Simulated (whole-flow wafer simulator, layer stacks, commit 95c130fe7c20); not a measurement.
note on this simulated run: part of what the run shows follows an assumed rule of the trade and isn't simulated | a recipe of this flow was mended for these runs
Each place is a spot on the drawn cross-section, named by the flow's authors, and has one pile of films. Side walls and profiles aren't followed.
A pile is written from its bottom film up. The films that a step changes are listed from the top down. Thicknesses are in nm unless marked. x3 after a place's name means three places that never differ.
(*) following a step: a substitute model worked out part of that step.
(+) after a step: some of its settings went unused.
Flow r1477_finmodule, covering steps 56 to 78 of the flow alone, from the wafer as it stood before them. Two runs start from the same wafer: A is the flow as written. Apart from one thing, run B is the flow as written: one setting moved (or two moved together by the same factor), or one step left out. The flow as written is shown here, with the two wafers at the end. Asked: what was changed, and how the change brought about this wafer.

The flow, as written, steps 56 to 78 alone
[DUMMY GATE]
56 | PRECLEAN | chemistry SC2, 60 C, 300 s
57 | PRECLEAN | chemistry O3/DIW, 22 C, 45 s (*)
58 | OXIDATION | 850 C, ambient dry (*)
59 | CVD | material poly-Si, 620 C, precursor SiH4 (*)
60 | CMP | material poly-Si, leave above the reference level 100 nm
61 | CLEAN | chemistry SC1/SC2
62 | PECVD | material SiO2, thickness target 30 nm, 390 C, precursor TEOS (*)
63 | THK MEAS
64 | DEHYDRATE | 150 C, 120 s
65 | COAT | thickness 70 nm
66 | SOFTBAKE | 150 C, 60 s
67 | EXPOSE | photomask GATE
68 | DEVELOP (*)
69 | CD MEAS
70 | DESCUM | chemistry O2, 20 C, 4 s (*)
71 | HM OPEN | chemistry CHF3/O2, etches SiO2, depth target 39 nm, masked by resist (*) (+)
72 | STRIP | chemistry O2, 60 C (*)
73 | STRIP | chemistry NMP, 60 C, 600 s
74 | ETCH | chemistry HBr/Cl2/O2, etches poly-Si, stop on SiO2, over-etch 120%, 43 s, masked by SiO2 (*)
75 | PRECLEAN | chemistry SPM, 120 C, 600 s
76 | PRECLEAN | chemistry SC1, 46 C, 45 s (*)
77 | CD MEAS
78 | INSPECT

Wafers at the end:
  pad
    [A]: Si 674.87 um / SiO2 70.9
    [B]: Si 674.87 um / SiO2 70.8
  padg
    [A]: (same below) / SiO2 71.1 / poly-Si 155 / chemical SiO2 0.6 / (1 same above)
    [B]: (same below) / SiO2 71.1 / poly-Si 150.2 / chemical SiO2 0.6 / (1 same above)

The reason: step 59, CVD: 611 C was run, whereas the flow has 620 C.

How this came from the change, step by step:
  59 | CVD | material poly-Si, 620 C, precursor SiH4 (*)
      esg x6, s40cg x3, eso x6, s40co x3: A poly-Si gains 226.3 (new film) | B poly-Si gains 196.8 (new film)
      pad, padg, elg x7, elo x7: A poly-Si gains 180 (new film) | B poly-Si gains 150.5 (new film)
      (as well as at 2 more places)
  60 | CMP | material poly-Si, leave above the reference level 100 nm
      pad, padg: A poly-Si loses 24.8 | B nothing
      elg x7, esg x6, s40cg x3, elo x7, eso x6, s40co x3: A poly-Si loses 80 | B poly-Si loses 50.5
      (as well as at 2 more places)
  74 | ETCH | chemistry HBr/Cl2/O2, etches poly-Si, stop on SiO2, over-etch 120%, 43 s, masked by SiO2 (*)
      pad: A chemical SiO2 loses 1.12 (all of it), poly-Si loses 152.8 (all of it), SiO2 loses 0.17 | B chemical SiO2 loses 1.12 (all of it), poly-Si loses 148 (all of it), SiO2 loses 0.19
